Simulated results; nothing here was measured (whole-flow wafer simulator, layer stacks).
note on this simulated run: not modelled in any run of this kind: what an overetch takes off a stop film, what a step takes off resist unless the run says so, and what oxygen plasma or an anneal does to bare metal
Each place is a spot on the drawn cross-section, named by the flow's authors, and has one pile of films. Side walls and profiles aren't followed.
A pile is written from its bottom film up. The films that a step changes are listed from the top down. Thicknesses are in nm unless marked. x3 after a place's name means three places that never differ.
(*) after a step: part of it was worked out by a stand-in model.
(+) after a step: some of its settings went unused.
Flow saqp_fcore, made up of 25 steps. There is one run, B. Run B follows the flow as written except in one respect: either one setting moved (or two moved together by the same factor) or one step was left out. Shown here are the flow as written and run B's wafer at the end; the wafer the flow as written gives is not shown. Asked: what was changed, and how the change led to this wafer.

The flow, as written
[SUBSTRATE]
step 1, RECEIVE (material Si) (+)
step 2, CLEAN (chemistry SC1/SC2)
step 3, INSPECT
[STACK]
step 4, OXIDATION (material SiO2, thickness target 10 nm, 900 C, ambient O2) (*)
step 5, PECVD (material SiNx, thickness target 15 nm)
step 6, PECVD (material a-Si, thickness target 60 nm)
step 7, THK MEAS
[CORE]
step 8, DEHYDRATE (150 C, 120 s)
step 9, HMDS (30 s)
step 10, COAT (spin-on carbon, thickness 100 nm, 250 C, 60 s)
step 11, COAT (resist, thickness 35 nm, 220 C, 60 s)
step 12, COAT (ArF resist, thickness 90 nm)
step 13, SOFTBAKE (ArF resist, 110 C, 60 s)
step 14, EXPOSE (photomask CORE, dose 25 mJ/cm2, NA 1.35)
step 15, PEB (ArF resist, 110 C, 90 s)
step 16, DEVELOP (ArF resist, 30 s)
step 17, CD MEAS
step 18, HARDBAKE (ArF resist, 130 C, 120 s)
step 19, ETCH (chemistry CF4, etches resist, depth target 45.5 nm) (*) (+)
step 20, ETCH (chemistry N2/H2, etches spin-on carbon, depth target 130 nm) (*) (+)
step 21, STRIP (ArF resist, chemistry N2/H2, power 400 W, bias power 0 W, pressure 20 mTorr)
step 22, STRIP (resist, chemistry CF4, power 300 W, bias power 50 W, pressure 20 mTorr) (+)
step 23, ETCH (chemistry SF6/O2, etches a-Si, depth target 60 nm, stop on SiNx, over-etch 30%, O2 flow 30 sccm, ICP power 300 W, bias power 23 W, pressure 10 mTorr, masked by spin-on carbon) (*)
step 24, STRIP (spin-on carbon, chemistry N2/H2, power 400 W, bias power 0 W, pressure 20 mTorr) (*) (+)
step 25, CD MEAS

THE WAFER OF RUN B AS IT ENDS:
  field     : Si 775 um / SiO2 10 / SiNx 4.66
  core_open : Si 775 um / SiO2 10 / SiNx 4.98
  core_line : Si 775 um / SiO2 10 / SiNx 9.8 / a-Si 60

Cause: step 5, PECVD: thickness target 9.8 nm was run, though the flow has thickness target 15 nm.
The wafer itself shows it: core_line has SiNx 9.8, and step 5 as written asks for 15 nm.

How this came from the change, step by step:
  step 5, PECVD (material SiNx, thickness target 15 nm)
      field, core_open, core_line: +9.8 SiNx (new film) (as written it would have been: +15 SiNx (new film))
